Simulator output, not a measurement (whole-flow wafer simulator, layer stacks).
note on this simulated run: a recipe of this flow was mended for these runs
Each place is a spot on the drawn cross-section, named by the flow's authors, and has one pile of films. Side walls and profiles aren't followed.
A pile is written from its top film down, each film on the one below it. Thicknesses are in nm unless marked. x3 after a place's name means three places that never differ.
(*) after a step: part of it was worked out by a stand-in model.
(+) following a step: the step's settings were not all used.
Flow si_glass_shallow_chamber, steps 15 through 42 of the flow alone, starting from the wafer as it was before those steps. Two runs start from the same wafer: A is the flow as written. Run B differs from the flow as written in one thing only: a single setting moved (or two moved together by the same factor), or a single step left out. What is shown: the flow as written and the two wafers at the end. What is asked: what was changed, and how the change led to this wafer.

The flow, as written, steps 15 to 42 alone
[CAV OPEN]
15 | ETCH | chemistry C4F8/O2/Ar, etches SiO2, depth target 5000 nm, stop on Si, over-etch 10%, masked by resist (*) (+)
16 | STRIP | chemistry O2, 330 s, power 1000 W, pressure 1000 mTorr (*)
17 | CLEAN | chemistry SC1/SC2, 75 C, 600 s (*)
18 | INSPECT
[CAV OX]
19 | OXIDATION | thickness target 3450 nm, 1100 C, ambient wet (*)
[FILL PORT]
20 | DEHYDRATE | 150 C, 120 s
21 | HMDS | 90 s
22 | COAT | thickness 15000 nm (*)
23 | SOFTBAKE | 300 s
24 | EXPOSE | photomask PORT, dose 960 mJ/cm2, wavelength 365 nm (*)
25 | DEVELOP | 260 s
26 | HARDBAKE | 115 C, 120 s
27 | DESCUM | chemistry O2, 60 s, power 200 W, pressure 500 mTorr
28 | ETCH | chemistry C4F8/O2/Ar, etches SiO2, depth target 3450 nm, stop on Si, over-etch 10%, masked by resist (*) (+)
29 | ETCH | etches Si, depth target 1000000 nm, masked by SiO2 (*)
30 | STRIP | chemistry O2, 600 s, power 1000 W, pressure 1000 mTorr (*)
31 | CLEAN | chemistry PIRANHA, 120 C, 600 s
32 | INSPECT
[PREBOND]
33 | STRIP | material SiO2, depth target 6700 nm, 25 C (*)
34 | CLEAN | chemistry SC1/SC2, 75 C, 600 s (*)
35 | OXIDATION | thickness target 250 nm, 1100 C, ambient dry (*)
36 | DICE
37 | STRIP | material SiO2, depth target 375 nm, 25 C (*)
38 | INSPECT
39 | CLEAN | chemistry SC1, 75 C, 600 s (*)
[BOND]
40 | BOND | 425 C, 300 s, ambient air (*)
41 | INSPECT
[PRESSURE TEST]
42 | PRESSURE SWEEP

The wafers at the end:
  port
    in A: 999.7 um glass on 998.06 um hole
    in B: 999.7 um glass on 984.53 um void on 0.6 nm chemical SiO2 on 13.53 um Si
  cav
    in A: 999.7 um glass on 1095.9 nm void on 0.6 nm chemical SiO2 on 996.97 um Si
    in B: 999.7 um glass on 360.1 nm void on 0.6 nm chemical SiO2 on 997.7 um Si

Cause: step 15, ETCH: depth target 2550 nm was run, though the flow has depth target 5000 nm.

How this came from the change, step by step:
  15 | ETCH | chemistry C4F8/O2/Ar, etches SiO2, depth target 5000 nm, stop on Si, over-etch 10%, masked by resist (*) (+)
      cav, port: A SiO2 loses 5000 (all of it), Si loses 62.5 | B SiO2 loses 2805
      rim, ramp, septum, ring: A thick-i-line-resist loses 1100 | B thick-i-line-resist loses 561
  16 | STRIP | chemistry O2, 330 s, power 1000 W, pressure 1000 mTorr (*)
      cav, port: A chemical SiO2 gains 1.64 (new film), Si loses 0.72 | B nothing
      rim, ramp, septum, ring: A thick-i-line-resist loses 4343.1 (all of it) | B thick-i-line-resist loses 4882.1 (all of it)
  17 | CLEAN | chemistry SC1/SC2, 75 C, 600 s (*)
      cav, port: A chemical SiO2 loses 1.04, Si loses 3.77 | B SiO2 loses 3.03
  19 | OXIDATION | thickness target 3450 nm, 1100 C, ambient wet (*)
      cav, port: A SiO2 gains 3450 (new film), chemical SiO2 loses 0.6 (all of it), Si loses 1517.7 | B SiO2 gains 1929.3, Si loses 848.9
  22 | COAT | thickness 15000 nm (*)
      rim: A thick-i-line-resist gains 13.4 um (new film) | B thick-i-line-resist gains 13.99 um (new film)
      ramp: A thick-i-line-resist gains 12.89 um (new film) | B thick-i-line-resist gains 13.67 um (new film)
      (and at 4 other places as well)
  23 | SOFTBAKE | 300 s
      rim: A thick-i-line-resist loses 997 | B thick-i-line-resist loses 607.8
      ramp: A thick-i-line-resist loses 487.1 | B thick-i-line-resist loses 287.7
      (and at 4 other places as well)
  25 | DEVELOP | 260 s
      port: A thick-i-line-resist loses 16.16 um (all of it) | B thick-i-line-resist loses 15.72 um (all of it)
  26 | HARDBAKE | 115 C, 120 s
      rim, ramp: A thick-i-line-resist loses 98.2 | B thick-i-line-resist loses 110.2
      cav: A thick-i-line-resist loses 147.1 | B thick-i-line-resist loses 137.7
  28 | ETCH | chemistry C4F8/O2/Ar, etches SiO2, depth target 3450 nm, stop on Si, over-etch 10%, masked by resist (*) (+)
      port: A SiO2 loses 3450 (all of it), Si loses 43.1 | B SiO2 loses 3795
  29 | ETCH | etches Si, depth target 1000000 nm, masked by SiO2 (*)
      port: A hole gains 997.05 um (new film), Si loses 997.05 um (all of it) | B SiO2 loses 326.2 (all of it), Si loses 984.17 um
      rim, ramp: A thick-i-line-resist loses 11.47 um (all of it), SiO2 loses 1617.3 | B thick-i-line-resist loses 12.44 um (all of it), SiO2 loses 1104.4
      (and at 2 other places as well)
  30 | STRIP | chemistry O2, 600 s, power 1000 W, pressure 1000 mTorr (*)
      port: A nothing | B chemical SiO2 gains 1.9 (new film), Si loses 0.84
      cav: A thick-i-line-resist loses 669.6 (all of it) | B thick-i-line-resist loses 245.4 (all of it)
  33 | STRIP | material SiO2, depth target 6700 nm, 25 C (*)
      port: A nothing | B chemical SiO2 loses 1.9 (all of it)
      rim, ramp: A SiO2 loses 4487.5 (all of it) | B SiO2 loses 5000.4 (all of it)
      (and at 1 other place as well)
  34 | CLEAN | chemistry SC1/SC2, 75 C, 600 s (*)
      port: A nothing | B chemical SiO2 gains 0.6 (new film), Si loses 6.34
  35 | OXIDATION | thickness target 250 nm, 1100 C, ambient dry (*)
      port: A nothing | B SiO2 gains 250 (new film), chemical SiO2 loses 0.6 (all of it), Si loses 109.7
  37 | STRIP | material SiO2, depth target 375 nm, 25 C (*)
      port: A nothing | B SiO2 loses 250 (all of it)
  39 | CLEAN | chemistry SC1, 75 C, 600 s (*)
      port: A nothing | B chemical SiO2 gains 0.6 (new film), Si loses 6.34
  40 | BOND | 425 C, 300 s, ambient air (*)
      port: A glass gains 999.7 um (new film), hole gains 1017.3 | B glass gains 999.7 um (new film), void gains 984.53 um (new film)
      cav: A glass gains 999.7 um (new film), void gains 1095.9 (new film) | B glass gains 999.7 um (new film), void gains 360.1 (new film)
